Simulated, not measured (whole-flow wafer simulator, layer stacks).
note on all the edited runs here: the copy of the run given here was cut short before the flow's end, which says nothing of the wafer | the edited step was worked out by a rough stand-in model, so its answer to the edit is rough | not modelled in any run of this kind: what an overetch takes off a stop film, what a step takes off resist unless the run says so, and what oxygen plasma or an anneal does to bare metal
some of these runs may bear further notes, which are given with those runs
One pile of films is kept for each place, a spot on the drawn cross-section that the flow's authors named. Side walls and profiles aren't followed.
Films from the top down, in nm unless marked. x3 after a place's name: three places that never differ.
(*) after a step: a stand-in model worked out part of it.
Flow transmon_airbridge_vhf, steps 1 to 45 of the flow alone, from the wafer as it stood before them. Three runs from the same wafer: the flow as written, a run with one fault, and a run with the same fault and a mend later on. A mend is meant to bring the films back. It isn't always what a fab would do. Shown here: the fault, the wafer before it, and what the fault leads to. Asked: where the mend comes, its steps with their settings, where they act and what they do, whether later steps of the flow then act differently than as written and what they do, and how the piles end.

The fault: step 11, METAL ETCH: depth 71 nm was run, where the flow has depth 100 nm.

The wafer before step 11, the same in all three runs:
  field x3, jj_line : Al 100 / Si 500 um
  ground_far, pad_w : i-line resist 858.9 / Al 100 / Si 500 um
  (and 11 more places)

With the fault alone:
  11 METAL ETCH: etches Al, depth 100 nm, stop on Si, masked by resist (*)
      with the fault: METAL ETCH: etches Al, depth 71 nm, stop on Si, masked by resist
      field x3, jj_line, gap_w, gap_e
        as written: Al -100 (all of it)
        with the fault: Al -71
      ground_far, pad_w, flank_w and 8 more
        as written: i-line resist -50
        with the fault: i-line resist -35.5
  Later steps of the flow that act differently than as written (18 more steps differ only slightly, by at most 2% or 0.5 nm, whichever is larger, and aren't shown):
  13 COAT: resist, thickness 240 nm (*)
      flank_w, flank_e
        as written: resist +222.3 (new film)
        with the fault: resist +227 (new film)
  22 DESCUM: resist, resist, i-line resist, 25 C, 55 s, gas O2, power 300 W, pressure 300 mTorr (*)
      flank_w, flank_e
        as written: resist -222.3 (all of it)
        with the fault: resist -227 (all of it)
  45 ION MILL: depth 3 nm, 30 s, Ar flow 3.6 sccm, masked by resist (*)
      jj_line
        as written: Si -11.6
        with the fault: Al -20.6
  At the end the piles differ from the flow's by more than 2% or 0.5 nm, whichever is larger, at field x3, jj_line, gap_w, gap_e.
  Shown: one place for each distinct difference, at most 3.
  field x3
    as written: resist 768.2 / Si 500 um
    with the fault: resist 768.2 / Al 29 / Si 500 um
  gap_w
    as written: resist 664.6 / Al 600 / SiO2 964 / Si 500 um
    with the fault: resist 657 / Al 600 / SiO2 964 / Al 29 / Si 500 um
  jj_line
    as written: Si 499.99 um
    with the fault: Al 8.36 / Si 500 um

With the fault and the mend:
  The mend comes after step 11.
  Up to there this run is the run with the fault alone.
  11a METAL ETCH: etches Al, depth 29 nm, stop on Si, masked by resist (*) (the flow's step 11 once more, with other settings)
      ground_far, pad_w, flank_w and 8 more
        i-line resist -14.5
      field x3, jj_line, gap_w, gap_e
        Al -29 (all of it)
  No later step of the flow acts differently than as written at any place that is followed.
  At the end the piles are the same as the flow's at every place that both follow.
